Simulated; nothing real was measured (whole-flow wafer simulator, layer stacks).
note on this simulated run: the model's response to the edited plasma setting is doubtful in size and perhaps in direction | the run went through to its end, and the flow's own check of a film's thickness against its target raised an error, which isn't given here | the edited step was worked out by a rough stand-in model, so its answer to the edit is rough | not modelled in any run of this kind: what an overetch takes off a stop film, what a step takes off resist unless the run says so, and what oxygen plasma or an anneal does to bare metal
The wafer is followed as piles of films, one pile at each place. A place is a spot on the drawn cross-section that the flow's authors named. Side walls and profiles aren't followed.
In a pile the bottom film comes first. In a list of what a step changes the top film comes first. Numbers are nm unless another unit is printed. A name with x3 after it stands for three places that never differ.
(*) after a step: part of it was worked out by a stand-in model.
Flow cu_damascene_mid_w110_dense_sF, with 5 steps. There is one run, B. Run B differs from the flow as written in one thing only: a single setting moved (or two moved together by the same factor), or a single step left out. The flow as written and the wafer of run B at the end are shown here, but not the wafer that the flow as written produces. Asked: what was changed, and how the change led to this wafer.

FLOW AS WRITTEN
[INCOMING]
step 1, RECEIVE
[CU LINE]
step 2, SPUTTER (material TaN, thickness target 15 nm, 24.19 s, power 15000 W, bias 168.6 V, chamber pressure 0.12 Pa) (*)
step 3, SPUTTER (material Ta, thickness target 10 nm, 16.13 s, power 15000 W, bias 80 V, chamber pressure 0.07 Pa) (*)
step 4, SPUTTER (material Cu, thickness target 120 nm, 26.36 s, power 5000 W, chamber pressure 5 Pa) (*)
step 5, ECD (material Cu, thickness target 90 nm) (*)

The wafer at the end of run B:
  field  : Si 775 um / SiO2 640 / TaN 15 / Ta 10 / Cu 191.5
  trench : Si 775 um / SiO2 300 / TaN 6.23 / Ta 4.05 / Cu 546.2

What caused this: step 4, SPUTTER: power 4385 W was run, whereas the flow has power 5000 W.

The path from the change to this, step by step:
  step 4, SPUTTER (material Cu, thickness target 120 nm, 26.36 s, power 5000 W, chamber pressure 5 Pa) (*)
      field: Cu gains 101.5 (new film) (in the flow as written it would be: Cu gains 120 (new film))
      trench: Cu gains 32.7 (new film) (in the flow as written it would be: Cu gains 35.7 (new film))
  step 5, ECD (material Cu, thickness target 90 nm) (*)
      trench: Cu gains 513.6 (in the flow as written it would be: Cu gains 529)
